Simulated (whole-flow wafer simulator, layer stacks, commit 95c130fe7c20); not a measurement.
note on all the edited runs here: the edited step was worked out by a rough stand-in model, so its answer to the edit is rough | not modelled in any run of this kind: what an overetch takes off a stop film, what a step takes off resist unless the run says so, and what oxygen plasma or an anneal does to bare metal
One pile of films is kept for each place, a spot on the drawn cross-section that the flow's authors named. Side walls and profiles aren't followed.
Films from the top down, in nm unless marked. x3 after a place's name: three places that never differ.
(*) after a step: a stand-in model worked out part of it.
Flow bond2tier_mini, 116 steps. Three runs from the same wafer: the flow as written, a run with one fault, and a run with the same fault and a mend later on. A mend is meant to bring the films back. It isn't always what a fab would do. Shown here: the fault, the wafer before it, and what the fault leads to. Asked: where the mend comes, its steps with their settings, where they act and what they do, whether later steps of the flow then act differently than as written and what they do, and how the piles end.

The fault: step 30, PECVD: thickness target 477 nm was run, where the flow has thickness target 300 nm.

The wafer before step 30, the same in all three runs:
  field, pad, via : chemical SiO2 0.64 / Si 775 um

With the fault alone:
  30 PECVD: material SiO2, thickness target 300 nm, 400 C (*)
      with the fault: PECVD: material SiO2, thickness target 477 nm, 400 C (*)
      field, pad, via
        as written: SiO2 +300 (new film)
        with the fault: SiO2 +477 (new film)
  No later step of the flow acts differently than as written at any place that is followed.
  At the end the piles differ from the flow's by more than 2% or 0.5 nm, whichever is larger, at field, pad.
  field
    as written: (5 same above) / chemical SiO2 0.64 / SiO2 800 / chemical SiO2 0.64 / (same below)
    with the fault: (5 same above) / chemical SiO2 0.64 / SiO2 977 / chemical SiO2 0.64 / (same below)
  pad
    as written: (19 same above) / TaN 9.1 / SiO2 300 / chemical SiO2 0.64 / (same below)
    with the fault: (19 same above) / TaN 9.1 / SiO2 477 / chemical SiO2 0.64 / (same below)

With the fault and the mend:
  The mend comes after step 30.
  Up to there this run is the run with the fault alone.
  30a ETCH: chemistry CHF3/CF4-rie, etches SiO2, depth target 177 nm (the flow's step 9 once more, with other settings)
      field, pad, via
        SiO2 -177
  No later step of the flow acts differently than as written at any place that is followed.
  At the end the piles are the same as the flow's at every place that both follow.
